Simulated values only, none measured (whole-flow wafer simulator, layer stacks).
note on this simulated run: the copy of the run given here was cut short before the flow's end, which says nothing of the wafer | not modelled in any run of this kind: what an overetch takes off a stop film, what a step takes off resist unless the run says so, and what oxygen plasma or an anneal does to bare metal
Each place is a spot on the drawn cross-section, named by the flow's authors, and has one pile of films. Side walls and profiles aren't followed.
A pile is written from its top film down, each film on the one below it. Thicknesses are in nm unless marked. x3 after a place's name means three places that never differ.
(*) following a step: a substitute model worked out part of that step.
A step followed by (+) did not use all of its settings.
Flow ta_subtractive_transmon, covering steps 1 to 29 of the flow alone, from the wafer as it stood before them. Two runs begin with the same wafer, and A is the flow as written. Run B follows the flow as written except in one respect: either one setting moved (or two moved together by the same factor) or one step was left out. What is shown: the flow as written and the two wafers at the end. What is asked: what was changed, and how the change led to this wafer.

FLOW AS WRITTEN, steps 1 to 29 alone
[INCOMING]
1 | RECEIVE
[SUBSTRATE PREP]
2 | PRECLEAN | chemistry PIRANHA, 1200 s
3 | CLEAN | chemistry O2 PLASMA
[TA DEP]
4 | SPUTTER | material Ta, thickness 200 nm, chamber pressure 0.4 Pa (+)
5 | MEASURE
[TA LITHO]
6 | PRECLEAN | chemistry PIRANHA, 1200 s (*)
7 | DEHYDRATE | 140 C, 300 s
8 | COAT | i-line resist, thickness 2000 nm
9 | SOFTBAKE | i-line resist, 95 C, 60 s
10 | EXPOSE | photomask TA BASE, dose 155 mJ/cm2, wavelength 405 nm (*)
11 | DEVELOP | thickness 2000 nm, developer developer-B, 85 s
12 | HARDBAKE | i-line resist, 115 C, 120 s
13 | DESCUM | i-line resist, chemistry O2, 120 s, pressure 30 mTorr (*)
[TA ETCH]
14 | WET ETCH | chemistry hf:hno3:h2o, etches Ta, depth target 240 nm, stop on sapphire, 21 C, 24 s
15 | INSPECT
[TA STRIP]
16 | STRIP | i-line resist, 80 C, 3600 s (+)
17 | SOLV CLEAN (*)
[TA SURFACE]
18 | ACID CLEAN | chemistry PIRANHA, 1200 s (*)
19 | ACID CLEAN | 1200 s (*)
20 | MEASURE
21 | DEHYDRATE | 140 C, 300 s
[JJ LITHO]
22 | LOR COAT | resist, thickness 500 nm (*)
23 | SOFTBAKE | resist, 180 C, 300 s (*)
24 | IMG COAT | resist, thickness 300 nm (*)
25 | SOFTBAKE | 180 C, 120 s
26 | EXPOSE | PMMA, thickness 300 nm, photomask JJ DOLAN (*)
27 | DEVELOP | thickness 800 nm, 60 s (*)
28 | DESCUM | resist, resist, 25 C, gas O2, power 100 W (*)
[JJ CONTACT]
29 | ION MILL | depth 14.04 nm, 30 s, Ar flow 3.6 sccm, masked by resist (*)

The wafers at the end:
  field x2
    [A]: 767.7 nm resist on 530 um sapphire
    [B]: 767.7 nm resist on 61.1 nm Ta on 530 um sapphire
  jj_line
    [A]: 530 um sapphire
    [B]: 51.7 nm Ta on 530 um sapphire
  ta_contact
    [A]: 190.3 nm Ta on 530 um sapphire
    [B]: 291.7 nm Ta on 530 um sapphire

Cause: step 4, SPUTTER: thickness 301.4 nm was run, while the flow as written has thickness 200 nm.

Step by step, how the change led to this:
  4 | SPUTTER | material Ta, thickness 200 nm, chamber pressure 0.4 Pa (+)
      field x2, jj_line, lead, ta_contact, ta_pad: A Ta gains 200 (new film) | B Ta gains 301.4 (new film)
  14 | WET ETCH | chemistry hf:hno3:h2o, etches Ta, depth target 240 nm, stop on sapphire, 21 C, 24 s
      field x2, jj_line, lead: A Ta loses 200 (all of it) | B Ta loses 240
  22 | LOR COAT | resist, thickness 500 nm (*)
      ta_contact: A resist gains 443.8 (new film) | B resist gains 433.7 (new film)
  29 | ION MILL | depth 14.04 nm, 30 s, Ar flow 3.6 sccm, masked by resist (*)
      jj_line, lead: A sapphire loses 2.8 | B Ta loses 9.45
If metal films that touch count as one body, field x2 has 1 body; the flow as written gives 0 bodies.
If metal films that touch count as one body, jj_line has 1 body; the flow as written gives 0 bodies.
